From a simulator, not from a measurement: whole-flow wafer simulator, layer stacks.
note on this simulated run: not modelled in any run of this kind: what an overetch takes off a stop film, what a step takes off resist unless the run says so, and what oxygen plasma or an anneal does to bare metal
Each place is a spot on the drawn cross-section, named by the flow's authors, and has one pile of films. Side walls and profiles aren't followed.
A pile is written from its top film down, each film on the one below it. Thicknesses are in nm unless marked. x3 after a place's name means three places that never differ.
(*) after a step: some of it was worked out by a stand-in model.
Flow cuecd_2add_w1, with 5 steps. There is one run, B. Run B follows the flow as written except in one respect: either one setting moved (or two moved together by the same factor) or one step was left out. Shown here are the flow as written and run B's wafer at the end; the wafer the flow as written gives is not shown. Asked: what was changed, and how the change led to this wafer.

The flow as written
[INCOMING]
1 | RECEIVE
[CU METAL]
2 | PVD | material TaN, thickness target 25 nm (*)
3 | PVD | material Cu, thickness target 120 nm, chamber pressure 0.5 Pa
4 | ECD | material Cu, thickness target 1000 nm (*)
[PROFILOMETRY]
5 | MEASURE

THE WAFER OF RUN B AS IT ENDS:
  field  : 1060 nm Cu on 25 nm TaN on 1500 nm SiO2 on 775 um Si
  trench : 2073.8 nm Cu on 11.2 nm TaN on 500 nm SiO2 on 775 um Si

The reason: step 3, PVD: thickness target 60 nm was run, while the flow as written has thickness target 120 nm.

Step by step, how the change led to this:
  3 | PVD | material Cu, thickness target 120 nm, chamber pressure 0.5 Pa
      field: +60 Cu (new film) (as written it would have been: +120 Cu (new film))
      trench: +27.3 Cu (new film) (as written it would have been: +53.6 Cu (new film))
